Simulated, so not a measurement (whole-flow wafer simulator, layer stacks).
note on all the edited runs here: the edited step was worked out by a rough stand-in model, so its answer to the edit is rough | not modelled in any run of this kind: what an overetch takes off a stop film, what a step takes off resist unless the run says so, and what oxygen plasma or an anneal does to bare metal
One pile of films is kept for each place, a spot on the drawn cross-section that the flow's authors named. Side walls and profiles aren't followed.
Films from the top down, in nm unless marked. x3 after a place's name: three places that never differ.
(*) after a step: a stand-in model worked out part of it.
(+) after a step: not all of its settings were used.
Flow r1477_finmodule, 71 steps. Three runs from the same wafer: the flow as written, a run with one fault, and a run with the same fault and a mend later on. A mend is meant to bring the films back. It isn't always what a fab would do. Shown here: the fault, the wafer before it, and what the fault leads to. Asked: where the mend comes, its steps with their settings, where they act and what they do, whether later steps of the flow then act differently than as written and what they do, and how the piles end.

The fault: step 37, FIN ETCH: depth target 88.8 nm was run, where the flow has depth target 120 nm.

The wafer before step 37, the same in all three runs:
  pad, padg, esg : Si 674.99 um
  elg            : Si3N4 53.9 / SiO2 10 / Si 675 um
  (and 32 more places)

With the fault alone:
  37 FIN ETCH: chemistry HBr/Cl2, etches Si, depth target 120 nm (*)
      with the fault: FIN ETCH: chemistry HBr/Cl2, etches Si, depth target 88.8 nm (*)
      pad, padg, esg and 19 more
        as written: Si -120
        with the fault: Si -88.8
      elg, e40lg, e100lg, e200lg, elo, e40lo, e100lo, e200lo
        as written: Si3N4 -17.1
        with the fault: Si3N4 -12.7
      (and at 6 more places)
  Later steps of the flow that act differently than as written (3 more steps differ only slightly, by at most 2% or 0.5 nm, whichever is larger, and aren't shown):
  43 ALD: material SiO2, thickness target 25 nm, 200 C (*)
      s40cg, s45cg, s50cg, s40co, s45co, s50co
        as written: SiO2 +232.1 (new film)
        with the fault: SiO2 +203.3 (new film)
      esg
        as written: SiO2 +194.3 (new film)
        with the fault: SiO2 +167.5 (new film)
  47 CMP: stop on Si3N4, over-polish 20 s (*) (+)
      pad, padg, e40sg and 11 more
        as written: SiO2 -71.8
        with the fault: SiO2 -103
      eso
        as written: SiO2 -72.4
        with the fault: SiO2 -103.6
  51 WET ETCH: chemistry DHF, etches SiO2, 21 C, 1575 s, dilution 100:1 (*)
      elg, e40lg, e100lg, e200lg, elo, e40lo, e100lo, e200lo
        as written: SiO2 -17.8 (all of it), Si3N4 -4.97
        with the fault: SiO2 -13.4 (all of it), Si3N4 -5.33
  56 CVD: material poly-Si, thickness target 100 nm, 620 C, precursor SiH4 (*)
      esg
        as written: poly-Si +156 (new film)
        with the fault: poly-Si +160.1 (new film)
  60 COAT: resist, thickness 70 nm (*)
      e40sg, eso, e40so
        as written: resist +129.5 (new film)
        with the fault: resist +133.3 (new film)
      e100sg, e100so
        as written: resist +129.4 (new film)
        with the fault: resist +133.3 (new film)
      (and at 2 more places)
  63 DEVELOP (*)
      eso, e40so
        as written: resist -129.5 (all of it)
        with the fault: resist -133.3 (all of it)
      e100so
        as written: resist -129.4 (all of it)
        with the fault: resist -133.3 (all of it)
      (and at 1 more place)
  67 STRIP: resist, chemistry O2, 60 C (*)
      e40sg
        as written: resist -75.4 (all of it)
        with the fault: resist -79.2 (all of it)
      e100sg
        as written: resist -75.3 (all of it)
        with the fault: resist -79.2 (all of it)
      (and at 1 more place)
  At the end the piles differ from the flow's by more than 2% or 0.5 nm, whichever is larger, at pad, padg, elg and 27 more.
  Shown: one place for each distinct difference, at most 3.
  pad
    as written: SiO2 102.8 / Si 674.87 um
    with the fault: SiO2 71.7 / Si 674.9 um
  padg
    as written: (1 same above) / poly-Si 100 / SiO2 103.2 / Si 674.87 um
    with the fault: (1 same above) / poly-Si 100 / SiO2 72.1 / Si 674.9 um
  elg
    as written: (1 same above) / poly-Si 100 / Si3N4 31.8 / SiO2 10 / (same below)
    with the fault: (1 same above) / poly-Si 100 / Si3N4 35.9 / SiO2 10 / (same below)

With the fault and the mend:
  The mend comes after step 38.
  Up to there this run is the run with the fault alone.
  38a FIN ETCH: chemistry HBr/Cl2, etches Si, depth target 31.2 nm (*) (the flow's step 37 once more, with other settings)
      pad, padg, esg and 19 more
        Si -31.2
      elg, e40lg, e100lg, e200lg, elo, e40lo, e100lo, e200lo
        Si3N4 -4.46
      s40sg_line, s45sg_line, s50sg_line, s40so_line, s45so_line, s50so_line
        SiO2 -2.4
  No later step of the flow acts differently than as written at any place that is followed.
  At the end the piles are the same as the flow's at every place that both follow.
